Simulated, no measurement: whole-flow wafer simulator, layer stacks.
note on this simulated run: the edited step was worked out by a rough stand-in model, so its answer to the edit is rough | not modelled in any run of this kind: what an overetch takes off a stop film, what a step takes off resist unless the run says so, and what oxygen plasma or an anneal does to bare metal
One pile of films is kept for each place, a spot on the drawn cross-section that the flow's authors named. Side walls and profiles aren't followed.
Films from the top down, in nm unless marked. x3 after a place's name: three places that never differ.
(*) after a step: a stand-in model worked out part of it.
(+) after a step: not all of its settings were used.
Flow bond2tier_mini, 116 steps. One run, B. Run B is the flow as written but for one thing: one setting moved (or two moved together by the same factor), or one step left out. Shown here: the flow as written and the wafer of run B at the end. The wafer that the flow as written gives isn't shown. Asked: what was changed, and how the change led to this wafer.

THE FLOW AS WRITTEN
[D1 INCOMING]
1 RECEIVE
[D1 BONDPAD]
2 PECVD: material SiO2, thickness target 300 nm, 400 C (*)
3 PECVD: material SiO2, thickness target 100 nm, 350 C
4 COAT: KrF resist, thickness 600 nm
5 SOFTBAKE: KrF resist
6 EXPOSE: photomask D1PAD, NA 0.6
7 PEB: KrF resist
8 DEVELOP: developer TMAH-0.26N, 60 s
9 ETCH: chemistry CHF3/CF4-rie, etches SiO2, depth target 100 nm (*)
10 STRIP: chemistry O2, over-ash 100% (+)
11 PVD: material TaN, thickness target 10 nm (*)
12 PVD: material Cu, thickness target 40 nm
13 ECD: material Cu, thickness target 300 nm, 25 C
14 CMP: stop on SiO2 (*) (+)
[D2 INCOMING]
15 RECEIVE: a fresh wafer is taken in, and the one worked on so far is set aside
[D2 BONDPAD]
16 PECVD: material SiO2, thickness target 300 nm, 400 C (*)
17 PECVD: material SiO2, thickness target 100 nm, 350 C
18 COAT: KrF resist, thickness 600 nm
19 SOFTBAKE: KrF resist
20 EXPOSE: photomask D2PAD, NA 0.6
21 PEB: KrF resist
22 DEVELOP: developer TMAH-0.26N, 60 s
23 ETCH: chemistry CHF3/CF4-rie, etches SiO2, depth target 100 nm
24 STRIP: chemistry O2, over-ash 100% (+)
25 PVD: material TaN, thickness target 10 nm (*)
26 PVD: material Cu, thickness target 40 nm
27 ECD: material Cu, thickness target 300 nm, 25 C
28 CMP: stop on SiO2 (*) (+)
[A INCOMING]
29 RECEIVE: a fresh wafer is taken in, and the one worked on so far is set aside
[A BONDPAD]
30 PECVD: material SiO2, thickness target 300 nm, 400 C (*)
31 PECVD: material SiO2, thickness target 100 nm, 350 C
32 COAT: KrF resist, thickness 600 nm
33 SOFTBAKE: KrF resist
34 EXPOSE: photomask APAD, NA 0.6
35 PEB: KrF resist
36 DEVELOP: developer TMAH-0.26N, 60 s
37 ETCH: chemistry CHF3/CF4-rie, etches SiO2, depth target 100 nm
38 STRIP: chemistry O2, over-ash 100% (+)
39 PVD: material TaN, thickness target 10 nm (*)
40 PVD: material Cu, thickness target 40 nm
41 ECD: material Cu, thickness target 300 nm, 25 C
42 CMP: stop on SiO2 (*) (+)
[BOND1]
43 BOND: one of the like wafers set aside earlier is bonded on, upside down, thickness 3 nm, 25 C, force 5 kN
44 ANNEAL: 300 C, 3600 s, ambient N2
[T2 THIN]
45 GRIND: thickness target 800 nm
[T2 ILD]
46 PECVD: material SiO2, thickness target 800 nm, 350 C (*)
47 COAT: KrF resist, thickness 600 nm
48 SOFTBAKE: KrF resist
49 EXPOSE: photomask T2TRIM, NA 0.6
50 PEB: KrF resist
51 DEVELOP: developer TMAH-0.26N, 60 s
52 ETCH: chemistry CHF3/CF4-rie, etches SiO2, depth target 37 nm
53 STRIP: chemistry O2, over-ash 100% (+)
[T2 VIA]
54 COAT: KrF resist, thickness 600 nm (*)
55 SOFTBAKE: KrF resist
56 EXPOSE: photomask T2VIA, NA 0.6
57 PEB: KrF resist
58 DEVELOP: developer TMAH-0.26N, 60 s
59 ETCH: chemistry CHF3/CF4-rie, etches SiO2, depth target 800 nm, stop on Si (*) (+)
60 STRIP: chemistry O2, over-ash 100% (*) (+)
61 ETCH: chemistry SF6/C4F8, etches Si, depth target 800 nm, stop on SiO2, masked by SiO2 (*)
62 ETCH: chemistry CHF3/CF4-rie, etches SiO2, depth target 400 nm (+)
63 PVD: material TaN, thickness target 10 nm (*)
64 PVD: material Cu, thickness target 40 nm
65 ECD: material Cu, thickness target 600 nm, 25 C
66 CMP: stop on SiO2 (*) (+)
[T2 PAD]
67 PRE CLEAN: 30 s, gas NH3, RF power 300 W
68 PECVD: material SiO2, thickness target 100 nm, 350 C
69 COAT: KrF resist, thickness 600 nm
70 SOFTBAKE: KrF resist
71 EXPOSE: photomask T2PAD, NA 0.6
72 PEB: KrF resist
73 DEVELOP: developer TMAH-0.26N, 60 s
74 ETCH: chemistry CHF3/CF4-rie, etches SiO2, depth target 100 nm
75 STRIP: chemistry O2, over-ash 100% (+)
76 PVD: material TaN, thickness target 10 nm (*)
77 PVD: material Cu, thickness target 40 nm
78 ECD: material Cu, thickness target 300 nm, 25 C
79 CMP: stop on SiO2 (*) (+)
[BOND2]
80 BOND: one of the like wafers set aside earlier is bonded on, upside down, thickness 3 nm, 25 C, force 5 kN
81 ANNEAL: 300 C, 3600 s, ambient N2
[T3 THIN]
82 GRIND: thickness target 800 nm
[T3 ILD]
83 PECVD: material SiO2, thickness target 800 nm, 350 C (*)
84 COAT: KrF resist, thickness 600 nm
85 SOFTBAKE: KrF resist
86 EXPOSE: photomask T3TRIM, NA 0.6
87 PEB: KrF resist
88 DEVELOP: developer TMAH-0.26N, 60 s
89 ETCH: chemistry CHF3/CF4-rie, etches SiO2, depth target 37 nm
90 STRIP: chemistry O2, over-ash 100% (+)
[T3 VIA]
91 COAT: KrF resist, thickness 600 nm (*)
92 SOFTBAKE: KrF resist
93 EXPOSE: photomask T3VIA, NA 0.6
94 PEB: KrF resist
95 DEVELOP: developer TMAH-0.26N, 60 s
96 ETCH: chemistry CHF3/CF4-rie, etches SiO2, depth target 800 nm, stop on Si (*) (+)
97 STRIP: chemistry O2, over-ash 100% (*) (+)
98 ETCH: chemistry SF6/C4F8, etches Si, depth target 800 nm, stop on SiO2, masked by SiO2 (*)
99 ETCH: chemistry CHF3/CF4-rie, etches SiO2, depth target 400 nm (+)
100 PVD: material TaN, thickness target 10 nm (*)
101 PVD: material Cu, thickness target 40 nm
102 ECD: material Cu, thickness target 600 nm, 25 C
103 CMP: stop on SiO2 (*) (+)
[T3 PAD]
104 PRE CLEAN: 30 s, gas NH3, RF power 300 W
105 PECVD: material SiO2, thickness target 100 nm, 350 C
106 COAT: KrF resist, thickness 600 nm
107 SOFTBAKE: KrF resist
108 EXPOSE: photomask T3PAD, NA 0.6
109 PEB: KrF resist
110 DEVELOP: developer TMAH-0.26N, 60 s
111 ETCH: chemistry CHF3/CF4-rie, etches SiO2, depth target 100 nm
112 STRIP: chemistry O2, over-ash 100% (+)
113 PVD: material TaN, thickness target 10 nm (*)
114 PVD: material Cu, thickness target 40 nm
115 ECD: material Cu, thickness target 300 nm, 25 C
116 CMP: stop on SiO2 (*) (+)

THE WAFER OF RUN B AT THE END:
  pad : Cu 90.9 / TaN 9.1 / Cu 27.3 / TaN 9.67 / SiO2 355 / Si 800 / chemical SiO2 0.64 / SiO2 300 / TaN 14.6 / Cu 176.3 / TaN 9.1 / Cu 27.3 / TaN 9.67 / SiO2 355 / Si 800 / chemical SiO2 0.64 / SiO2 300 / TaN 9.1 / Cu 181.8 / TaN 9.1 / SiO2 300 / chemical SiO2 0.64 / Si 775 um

The cause: step 25, PVD: thickness target 16 nm was run, where the flow has thickness target 10 nm.

How the change led to this, step by step:
  25 PVD: material TaN, thickness target 10 nm (*)
      field: TaN +16 (new film) (as written it would be: TaN +10 (new film))
      pad: TaN +14.6 (new film) (as written it would be: TaN +9.1 (new film))
      (and at 1 more place)
  28 CMP: stop on SiO2 (*) (+)
      field: Cu -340 (all of it), TaN -16 (all of it) (as written it would be: Cu -340 (all of it), TaN -10 (all of it))
  80 BOND: one of the like wafers set aside earlier is bonded on, upside down, thickness 3 nm, 25 C, force 5 kN
      pad: Si +775 um (new film), chemical SiO2 +0.64 (new film), SiO2 +300 (new film), TaN +14.6 (new film), Cu +85.4 (as written it would be: Si +775 um (new film), chemical SiO2 +0.64 (new film), SiO2 +300 (new film), TaN +9.1 (new film), Cu +90.9)
